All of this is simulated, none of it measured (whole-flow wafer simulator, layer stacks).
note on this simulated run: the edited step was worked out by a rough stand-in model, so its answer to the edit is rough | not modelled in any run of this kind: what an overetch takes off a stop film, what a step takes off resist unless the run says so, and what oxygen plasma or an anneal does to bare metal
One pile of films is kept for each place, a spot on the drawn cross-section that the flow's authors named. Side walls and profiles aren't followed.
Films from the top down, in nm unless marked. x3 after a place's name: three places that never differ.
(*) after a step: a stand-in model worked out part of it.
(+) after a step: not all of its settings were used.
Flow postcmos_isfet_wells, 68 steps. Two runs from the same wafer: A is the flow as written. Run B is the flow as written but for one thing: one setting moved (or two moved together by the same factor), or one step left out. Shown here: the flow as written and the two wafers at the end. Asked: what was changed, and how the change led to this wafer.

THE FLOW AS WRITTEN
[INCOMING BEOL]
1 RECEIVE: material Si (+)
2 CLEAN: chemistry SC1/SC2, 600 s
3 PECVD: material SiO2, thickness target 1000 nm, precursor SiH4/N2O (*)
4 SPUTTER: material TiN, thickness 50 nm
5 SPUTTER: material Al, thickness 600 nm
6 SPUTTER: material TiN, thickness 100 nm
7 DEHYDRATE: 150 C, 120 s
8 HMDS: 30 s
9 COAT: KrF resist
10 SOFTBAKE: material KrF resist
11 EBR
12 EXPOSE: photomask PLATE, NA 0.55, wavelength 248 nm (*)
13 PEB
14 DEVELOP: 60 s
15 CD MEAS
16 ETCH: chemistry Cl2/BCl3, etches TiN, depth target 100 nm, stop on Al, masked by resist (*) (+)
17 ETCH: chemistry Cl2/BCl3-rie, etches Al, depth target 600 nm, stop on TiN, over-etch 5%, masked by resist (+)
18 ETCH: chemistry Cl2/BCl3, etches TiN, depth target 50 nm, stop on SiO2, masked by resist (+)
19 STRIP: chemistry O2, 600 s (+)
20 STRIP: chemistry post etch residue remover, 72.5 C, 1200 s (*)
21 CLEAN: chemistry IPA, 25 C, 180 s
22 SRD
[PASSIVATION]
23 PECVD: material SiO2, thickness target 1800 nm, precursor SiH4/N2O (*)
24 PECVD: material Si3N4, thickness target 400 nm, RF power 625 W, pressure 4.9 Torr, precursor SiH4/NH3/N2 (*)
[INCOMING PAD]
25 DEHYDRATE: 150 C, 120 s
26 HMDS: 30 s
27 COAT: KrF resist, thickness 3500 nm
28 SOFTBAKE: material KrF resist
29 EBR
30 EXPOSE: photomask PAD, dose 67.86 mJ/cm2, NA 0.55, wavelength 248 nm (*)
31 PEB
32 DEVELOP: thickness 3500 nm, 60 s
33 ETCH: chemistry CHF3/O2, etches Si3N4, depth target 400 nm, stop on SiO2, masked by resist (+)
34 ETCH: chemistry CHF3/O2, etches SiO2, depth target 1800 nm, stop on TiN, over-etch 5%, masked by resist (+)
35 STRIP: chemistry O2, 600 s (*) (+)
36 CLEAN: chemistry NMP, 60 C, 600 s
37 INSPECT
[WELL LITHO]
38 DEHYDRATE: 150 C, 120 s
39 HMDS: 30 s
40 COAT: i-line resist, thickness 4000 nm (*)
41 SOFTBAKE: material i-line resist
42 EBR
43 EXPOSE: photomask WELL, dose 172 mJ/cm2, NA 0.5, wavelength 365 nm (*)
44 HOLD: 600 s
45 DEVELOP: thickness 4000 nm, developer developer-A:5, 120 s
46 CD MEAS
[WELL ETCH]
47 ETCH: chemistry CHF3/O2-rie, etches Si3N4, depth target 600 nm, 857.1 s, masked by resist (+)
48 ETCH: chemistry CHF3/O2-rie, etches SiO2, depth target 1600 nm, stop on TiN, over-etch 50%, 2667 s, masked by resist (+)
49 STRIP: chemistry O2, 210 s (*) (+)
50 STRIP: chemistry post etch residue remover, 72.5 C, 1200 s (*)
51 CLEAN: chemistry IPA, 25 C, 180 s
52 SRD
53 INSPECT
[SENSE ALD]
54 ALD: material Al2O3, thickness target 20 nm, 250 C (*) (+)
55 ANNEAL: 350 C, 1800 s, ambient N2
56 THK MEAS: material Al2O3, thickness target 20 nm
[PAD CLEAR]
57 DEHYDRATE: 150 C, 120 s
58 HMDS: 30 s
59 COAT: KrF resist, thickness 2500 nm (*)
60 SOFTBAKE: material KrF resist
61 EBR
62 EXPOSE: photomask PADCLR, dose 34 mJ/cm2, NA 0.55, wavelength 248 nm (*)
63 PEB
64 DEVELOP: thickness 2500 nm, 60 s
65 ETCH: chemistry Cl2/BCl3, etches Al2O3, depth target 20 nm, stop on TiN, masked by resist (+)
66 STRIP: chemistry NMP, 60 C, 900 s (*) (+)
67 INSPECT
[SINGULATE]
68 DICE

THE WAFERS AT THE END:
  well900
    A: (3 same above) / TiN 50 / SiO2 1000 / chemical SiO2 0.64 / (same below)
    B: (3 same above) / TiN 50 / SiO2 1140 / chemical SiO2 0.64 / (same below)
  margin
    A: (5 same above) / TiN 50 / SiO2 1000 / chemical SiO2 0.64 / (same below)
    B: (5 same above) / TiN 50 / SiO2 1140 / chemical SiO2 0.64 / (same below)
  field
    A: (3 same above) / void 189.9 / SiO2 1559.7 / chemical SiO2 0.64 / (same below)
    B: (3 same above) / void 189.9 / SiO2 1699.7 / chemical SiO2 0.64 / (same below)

The cause: step 3, PECVD: thickness target 1140 nm was run, where the flow has thickness target 1000 nm.
It can be read off the wafer: well900 has SiO2 1140, and step 3 as written asks for 1000 nm.

How the change led to this, step by step:
  3 PECVD: material SiO2, thickness target 1000 nm, precursor SiH4/N2O (*)
      field, margin, well900, well1300 x3, pad_rim, pad_clr, pad_open: A SiO2 +1000 (new film) | B SiO2 +1140 (new film)
